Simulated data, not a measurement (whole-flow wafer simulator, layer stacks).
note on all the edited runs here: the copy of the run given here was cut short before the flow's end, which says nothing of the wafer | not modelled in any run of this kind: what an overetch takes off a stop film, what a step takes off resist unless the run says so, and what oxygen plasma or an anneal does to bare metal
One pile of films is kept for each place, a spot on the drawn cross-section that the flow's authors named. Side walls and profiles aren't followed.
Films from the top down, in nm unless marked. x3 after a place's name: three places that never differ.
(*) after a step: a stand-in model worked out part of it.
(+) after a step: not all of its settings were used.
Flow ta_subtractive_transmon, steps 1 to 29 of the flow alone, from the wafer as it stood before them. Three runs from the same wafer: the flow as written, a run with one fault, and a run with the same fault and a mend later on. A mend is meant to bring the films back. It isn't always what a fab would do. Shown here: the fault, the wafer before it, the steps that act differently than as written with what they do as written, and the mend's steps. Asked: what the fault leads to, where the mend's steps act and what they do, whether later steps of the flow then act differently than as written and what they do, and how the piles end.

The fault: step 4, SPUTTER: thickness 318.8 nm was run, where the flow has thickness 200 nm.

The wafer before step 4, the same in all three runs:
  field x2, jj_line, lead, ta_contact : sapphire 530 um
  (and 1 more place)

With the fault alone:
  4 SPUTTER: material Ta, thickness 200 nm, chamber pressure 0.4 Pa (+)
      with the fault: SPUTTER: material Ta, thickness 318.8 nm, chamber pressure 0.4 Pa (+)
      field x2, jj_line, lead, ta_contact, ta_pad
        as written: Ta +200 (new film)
        with the fault: Ta +318.8 (new film)
  Later steps of the flow that act differently than as written (3 more steps differ only slightly, by at most 2% or 0.5 nm, whichever is larger, and aren't shown):
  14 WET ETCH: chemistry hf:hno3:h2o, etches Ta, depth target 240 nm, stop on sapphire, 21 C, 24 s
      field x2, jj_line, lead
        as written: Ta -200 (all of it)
        with the fault: Ta -240
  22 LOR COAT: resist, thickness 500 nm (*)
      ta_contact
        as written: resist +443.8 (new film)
        with the fault: resist +433.7 (new film)
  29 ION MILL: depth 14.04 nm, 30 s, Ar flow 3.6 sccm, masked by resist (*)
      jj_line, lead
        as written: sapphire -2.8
        with the fault: Ta -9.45
  At the end the piles differ from the flow's by more than 2% or 0.5 nm, whichever is larger, at field x2, jj_line, lead, ta_contact, ta_pad.
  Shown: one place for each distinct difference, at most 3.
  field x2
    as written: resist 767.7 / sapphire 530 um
    with the fault: resist 767.7 / Ta 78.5 / sapphire 530 um
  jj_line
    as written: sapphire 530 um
    with the fault: Ta 69.1 / sapphire 530 um
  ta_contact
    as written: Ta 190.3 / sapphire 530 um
    with the fault: Ta 309.1 / sapphire 530 um

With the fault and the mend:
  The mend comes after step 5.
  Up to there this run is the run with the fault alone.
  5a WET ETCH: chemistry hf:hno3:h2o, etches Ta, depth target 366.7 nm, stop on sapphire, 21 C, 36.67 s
      field x2, jj_line, lead, ta_contact, ta_pad
        Ta -318.8 (all of it)
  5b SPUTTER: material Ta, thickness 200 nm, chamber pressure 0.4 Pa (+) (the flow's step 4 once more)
      field x2, jj_line, lead, ta_contact, ta_pad
        Ta +200 (new film)
  No later step of the flow acts differently than as written at any place that is followed.
  At the end the piles are the same as the flow's at every place that both follow.
